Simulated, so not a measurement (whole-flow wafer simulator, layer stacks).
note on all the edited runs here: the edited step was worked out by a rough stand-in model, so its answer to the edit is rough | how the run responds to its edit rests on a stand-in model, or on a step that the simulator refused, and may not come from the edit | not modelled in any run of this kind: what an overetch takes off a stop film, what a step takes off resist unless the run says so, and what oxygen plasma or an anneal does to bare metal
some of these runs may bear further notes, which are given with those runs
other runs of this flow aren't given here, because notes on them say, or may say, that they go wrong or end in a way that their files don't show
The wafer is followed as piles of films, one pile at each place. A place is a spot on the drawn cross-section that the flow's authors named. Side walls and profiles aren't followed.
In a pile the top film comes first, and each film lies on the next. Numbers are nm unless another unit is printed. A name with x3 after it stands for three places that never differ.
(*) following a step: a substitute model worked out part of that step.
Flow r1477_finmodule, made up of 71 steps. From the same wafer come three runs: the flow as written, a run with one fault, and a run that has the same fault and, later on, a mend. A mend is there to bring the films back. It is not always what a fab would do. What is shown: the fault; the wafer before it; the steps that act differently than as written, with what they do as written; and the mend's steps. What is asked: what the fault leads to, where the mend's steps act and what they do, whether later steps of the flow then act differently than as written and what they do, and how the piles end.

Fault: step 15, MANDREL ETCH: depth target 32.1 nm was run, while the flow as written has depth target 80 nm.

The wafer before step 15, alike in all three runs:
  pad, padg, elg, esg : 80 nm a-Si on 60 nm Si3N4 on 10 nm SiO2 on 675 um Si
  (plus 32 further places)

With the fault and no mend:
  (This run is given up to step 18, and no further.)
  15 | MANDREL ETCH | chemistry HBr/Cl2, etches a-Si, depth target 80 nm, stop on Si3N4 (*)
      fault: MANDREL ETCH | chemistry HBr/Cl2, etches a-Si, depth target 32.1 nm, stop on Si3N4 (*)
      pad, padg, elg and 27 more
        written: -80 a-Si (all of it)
        fault: -32.1 a-Si
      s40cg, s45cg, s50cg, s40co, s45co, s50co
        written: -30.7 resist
        fault: -12.3 resist
  Steps later in the flow that act otherwise than as written:
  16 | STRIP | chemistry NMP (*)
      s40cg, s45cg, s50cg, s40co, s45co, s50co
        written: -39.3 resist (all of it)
        fault: -57.7 resist (all of it)
  The piles after step 18 differ from the flow's at pad, padg, elg and 27 more by more than 2% or 0.5 nm, whichever is larger.
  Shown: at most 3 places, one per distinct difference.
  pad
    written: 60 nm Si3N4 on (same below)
    fault: 47.9 nm a-Si on 60 nm Si3N4 on (same below)

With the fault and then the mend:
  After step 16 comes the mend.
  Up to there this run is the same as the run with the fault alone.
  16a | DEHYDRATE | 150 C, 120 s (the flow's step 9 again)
      alters no film at any place that is followed
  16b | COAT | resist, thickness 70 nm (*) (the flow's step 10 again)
      pad, padg, elg and 15 more
        +70 resist (new film)
      s40cg, s40co
        +48.9 resist (new film)
      s40sg, s40so
        +80.5 resist (new film)
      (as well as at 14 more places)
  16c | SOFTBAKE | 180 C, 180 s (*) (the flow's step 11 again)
      alters no film at any place that is followed
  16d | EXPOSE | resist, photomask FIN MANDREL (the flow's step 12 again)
      alters no film at any place that is followed
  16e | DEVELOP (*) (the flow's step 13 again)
      pad, padg, elg and 15 more
        -70 resist (all of it)
      s40sg, s40so
        -80.5 resist (all of it)
      s40sg_line, s40so_line
        -80.7 resist (all of it)
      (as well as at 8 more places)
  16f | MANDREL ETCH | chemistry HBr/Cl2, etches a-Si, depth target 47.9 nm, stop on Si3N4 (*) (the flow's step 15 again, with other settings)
      pad, padg, elg and 27 more
        -47.9 a-Si (all of it)
      s40cg, s45cg, s50cg, s40co, s45co, s50co
        -18.4 resist
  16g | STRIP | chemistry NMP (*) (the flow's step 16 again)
      s40cg, s40co
        -30.5 resist (all of it)
      s45cg, s45co
        -31.8 resist (all of it)
      s50cg, s50co
        -33.2 resist (all of it)
  None of the later steps of the flow acts differently than as written at any place that is followed.
  The piles end the same as the flow's at every place that both follow.
